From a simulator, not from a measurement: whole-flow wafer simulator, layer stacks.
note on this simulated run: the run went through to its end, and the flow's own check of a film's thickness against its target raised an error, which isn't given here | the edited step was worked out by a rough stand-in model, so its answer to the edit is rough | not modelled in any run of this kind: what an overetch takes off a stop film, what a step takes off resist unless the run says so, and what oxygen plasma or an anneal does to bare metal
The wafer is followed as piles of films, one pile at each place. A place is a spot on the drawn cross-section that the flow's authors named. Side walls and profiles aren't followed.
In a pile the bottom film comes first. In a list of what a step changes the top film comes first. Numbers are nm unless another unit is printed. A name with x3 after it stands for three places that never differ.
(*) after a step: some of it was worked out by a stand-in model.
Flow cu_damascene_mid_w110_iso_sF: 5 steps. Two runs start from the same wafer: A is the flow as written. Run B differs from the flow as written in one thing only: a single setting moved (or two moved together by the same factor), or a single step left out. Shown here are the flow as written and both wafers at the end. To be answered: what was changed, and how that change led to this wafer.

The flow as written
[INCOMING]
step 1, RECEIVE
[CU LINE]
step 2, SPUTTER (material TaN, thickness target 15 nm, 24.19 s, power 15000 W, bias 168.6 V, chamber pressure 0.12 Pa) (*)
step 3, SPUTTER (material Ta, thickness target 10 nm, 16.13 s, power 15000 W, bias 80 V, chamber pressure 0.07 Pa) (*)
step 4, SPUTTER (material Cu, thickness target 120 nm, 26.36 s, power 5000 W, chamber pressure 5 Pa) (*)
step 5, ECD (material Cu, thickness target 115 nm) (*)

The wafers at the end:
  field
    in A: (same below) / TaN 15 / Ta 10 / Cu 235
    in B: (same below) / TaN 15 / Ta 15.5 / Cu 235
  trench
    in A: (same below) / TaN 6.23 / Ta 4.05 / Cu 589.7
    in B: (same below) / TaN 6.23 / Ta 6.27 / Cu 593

The reason: step 3, SPUTTER: thickness target 15.5 nm was run, though the flow has thickness target 10 nm; step 3, SPUTTER: 25 s was run, where the flow has 16.13 s.
One can read it off the wafer: field has Ta 15.5, and step 3 as written asks for 10 nm.

How this came from the change, step by step:
  step 3, SPUTTER (material Ta, thickness target 10 nm, 16.13 s, power 15000 W, bias 80 V, chamber pressure 0.07 Pa) (*)
      field: A Ta gains 10 (new film) | B Ta gains 15.5 (new film)
      trench: A Ta gains 4.05 (new film) | B Ta gains 6.27 (new film)
